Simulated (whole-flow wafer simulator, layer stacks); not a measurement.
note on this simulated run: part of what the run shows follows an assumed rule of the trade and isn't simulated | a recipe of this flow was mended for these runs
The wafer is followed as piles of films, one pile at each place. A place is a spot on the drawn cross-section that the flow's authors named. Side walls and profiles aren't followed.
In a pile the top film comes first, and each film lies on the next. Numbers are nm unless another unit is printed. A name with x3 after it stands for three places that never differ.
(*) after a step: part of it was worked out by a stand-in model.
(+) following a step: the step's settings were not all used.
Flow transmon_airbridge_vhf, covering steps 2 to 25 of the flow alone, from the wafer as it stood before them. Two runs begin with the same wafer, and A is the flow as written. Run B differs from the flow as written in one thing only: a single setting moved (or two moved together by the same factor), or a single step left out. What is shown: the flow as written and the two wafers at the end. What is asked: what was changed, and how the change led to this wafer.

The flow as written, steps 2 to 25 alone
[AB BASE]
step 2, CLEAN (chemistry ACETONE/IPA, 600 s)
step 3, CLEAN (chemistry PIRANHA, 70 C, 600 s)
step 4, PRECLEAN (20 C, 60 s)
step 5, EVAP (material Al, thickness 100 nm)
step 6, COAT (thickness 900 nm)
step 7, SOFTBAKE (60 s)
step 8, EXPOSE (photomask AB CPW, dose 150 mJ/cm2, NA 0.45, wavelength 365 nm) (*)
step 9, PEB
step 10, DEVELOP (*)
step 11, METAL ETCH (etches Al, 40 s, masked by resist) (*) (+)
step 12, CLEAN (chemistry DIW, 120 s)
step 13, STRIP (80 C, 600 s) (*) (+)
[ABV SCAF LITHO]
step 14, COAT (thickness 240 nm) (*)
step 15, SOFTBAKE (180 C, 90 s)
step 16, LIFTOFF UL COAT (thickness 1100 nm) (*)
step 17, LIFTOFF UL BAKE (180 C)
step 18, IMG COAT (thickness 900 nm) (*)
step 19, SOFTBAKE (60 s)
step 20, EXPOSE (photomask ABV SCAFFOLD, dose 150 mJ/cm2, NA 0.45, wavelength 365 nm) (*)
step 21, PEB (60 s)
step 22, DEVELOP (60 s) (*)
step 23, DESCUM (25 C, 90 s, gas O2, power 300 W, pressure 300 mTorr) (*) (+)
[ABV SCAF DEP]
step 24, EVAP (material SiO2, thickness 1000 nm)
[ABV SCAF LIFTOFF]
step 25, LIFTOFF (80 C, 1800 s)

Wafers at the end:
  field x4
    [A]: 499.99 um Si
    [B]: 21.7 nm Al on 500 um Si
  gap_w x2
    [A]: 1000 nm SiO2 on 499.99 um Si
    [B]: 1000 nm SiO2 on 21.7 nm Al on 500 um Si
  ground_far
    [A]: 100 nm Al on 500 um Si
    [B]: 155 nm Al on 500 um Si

The reason: step 5, EVAP: thickness 155 nm was run, while the flow as written has thickness 100 nm.
The wafer itself shows it: ground_far has Al 155, and step 5 as written asks for 100 nm.

Step by step, how the change led to this:
  step 5, EVAP (material Al, thickness 100 nm)
      field x4, ground_far, pad_w x2, flank_w x2, gap_w x2, cpw_trace, trace_open_s x2, margin_s x3: A Al gains 100 (new film) | B Al gains 155 (new film)
  step 11, METAL ETCH (etches Al, 40 s, masked by resist) (*) (+)
      field x4, gap_w x2: A Al loses 86.7 (all of it), Si loses 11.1 | B Al loses 120
If metal films that touch count as one body, field x4 has 1 body; the flow as written gives 0 bodies.
If metal films that touch count as one body, gap_w x2 has 1 body; the flow as written gives 0 bodies.
